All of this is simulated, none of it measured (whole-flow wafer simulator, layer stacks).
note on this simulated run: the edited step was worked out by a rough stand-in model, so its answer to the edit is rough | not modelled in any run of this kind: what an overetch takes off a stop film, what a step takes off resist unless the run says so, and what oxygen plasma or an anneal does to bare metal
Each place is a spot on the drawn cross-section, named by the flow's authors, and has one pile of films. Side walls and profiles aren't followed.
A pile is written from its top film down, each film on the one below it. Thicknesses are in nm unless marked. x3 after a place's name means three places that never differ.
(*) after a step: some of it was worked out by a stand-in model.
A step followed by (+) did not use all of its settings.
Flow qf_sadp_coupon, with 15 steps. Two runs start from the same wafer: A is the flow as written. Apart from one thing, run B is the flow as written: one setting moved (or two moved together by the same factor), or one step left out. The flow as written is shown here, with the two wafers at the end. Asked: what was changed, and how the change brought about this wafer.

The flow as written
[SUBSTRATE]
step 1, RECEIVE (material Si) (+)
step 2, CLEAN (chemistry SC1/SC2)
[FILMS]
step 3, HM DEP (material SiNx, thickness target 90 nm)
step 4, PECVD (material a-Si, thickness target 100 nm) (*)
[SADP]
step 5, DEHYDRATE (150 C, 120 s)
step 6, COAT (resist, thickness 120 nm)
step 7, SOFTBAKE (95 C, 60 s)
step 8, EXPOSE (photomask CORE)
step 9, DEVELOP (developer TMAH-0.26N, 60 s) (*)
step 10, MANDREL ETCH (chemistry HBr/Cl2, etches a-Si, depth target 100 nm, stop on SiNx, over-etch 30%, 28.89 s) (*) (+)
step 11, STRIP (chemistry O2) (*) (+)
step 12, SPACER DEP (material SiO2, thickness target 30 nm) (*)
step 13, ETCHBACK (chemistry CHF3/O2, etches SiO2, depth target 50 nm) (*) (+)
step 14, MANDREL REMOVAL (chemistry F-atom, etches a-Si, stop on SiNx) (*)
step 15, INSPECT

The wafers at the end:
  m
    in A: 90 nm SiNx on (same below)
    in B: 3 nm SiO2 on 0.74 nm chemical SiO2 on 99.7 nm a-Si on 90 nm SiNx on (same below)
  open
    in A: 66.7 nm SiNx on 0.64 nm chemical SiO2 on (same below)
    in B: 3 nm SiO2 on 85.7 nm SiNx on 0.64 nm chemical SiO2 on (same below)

Cause: step 13, ETCHBACK: depth target 27 nm was run, while the flow as written has depth target 50 nm.

The path from the change to this, step by step:
  step 13, ETCHBACK (chemistry CHF3/O2, etches SiO2, depth target 50 nm) (*) (+)
      m: A -30 SiO2 (all of it), -0.74 chemical SiO2 (all of it), -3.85 a-Si | B -27 SiO2
      open: A -30 SiO2 (all of it), -19 SiNx | B -27 SiO2
  step 14, MANDREL REMOVAL (chemistry F-atom, etches a-Si, stop on SiNx) (*)
      m: A -95.8 a-Si (all of it) | B nothing
